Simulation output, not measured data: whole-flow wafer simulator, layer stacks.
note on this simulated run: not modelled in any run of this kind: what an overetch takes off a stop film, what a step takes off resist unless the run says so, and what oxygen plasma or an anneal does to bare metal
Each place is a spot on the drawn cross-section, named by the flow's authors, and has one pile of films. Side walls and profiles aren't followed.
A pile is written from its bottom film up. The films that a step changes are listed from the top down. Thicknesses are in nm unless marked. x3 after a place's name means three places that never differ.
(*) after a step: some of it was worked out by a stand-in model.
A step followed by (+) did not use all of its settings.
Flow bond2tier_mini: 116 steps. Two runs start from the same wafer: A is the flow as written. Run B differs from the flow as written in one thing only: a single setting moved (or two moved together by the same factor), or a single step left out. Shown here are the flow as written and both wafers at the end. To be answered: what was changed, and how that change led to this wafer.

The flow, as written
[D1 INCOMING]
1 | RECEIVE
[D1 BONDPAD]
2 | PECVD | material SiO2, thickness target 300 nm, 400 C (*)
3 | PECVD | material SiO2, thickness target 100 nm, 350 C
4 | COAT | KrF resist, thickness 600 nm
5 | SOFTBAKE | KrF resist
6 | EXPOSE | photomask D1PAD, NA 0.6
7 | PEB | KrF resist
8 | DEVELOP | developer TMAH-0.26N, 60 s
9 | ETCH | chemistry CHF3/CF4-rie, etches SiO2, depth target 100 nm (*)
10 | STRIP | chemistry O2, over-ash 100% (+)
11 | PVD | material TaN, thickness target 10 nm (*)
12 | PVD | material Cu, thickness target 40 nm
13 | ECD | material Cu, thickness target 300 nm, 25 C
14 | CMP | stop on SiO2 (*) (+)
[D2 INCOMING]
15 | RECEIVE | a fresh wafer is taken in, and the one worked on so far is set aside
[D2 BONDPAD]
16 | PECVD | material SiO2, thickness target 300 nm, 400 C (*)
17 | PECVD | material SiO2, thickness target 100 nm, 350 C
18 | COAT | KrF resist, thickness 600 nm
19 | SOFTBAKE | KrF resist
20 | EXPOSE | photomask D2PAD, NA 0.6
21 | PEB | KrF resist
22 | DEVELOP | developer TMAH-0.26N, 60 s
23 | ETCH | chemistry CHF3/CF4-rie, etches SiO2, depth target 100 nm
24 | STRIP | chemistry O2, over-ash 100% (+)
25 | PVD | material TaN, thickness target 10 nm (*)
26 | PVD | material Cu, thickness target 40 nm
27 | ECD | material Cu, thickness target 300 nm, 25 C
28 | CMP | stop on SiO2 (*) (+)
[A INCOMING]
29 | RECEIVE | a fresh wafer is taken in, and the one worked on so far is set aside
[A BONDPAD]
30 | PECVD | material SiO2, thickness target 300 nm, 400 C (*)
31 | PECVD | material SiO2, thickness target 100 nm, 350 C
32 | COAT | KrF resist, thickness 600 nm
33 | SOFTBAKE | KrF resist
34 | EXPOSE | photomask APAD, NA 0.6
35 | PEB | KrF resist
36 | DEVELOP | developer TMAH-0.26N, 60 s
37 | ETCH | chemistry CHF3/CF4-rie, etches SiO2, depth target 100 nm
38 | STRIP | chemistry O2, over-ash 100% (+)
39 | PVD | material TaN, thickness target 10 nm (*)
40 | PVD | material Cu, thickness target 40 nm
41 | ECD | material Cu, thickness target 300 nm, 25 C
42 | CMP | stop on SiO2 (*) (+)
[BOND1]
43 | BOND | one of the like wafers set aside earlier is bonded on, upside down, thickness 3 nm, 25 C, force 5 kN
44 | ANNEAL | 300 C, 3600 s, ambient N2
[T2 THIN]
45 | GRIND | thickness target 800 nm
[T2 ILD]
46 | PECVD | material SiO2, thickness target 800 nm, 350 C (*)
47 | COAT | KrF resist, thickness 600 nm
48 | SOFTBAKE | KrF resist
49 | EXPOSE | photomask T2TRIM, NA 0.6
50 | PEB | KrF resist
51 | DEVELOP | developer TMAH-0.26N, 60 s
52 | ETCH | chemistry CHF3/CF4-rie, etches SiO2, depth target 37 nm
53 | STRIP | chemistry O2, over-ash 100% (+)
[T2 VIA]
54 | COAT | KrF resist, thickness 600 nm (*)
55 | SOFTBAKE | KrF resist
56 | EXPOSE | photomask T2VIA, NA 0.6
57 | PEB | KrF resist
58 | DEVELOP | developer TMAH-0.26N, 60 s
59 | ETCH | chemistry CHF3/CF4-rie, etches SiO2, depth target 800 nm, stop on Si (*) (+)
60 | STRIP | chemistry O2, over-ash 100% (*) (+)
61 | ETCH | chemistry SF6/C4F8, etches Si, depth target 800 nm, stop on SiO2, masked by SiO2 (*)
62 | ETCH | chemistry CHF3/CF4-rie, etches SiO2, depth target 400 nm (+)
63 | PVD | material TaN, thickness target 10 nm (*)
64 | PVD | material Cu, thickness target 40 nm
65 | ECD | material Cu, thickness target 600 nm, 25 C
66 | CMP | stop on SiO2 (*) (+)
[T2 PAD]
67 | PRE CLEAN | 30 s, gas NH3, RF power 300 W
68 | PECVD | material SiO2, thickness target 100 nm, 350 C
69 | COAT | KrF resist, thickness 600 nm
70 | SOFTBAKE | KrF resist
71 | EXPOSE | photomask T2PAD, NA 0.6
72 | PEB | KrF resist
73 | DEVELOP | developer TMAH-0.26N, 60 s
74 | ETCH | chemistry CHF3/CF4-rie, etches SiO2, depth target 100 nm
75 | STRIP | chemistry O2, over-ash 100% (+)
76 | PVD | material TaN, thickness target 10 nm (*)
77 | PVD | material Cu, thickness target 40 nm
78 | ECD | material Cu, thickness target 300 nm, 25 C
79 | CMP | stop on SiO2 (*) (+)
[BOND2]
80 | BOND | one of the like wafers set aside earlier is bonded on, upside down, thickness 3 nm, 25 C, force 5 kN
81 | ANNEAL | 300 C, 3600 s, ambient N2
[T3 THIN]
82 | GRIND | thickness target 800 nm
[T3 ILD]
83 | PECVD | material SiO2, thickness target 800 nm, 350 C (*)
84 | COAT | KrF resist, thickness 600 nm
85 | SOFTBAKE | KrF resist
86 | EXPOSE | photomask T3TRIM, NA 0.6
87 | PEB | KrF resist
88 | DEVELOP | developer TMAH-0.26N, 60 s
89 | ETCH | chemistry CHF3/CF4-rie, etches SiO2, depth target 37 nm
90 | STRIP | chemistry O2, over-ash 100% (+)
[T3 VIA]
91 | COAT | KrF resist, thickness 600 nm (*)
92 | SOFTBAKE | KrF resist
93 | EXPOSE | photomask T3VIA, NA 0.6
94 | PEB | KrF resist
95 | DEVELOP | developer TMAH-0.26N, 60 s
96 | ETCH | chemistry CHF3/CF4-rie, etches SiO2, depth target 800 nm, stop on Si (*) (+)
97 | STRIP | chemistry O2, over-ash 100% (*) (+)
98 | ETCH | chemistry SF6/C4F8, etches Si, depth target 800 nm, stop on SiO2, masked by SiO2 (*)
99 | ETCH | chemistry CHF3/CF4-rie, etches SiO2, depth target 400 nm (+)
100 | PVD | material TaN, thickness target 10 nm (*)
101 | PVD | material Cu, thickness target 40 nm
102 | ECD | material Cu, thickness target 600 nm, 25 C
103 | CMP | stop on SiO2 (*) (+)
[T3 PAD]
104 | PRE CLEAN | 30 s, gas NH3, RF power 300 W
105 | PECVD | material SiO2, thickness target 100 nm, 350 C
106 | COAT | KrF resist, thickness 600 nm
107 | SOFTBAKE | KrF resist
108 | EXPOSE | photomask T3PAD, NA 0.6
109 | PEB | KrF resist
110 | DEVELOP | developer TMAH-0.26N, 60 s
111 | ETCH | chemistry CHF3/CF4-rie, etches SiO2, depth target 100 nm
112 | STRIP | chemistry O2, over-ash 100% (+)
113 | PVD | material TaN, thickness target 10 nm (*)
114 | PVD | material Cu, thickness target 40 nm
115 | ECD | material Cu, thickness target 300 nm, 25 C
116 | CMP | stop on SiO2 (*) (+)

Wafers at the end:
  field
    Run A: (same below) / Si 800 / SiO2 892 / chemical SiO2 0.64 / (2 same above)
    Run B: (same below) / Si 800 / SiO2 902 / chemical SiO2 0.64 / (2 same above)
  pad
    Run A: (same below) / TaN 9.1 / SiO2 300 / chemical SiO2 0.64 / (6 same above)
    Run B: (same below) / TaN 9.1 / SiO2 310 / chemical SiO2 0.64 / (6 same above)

The reason: step 17, PECVD: thickness target 110 nm was run, though the flow has thickness target 100 nm.

How this came from the change, step by step:
  17 | PECVD | material SiO2, thickness target 100 nm, 350 C
      field, pad, via: A SiO2 gains 100 | B SiO2 gains 110
  80 | BOND | one of the like wafers set aside earlier is bonded on, upside down, thickness 3 nm, 25 C, force 5 kN
      field: A Si gains 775 um (new film), chemical SiO2 gains 0.64 (new film), SiO2 gains 400 | B Si gains 775 um (new film), chemical SiO2 gains 0.64 (new film), SiO2 gains 410
      pad: A Si gains 775 um (new film), chemical SiO2 gains 0.64 (new film), SiO2 gains 300 (new film), TaN gains 9.1 (new film), Cu gains 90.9 | B Si gains 775 um (new film), chemical SiO2 gains 0.64 (new film), SiO2 gains 310 (new film), TaN gains 9.1 (new film), Cu gains 90.9
